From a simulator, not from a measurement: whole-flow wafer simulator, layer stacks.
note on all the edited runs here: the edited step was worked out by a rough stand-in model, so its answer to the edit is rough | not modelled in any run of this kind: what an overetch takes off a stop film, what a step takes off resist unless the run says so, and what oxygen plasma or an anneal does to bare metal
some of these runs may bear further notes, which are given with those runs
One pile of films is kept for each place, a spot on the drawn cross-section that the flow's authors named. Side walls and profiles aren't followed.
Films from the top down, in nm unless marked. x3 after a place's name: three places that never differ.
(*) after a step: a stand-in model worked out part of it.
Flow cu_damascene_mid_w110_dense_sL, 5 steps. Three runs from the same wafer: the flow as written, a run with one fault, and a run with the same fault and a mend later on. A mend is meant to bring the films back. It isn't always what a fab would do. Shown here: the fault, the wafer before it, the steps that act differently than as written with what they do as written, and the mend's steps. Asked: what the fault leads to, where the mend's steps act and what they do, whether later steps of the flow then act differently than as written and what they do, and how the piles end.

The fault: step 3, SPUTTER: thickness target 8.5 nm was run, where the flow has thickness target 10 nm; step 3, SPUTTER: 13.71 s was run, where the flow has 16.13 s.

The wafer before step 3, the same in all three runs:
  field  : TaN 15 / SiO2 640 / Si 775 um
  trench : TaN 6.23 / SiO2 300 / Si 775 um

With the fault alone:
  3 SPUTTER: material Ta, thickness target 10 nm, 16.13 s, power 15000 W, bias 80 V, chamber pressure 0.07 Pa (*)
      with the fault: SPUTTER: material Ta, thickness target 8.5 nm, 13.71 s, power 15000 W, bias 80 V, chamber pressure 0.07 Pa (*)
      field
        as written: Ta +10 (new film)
        with the fault: Ta +8.5 (new film)
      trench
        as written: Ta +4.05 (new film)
        with the fault: Ta +3.44 (new film)
  No later step of the flow acts differently than as written, at any place that is followed, by more than 2% or 0.5 nm, whichever is larger.
  At the end the piles differ from the flow's by more than 2% or 0.5 nm, whichever is larger, at field, trench.
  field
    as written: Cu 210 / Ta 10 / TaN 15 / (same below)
    with the fault: Cu 210 / Ta 8.5 / TaN 15 / (same below)
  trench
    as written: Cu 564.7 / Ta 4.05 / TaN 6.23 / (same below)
    with the fault: Cu 563.8 / Ta 3.44 / TaN 6.23 / (same below)

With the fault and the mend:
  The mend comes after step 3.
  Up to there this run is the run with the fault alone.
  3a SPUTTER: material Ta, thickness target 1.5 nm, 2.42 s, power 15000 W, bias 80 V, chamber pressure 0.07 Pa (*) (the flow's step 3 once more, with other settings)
      field
        Ta +1.5
      trench
        Ta +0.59
  No later step of the flow acts differently than as written at any place that is followed.
  At the end the piles differ from the flow's only slightly at the places that both follow, by at most 2% or 0.5 nm, whichever is larger.
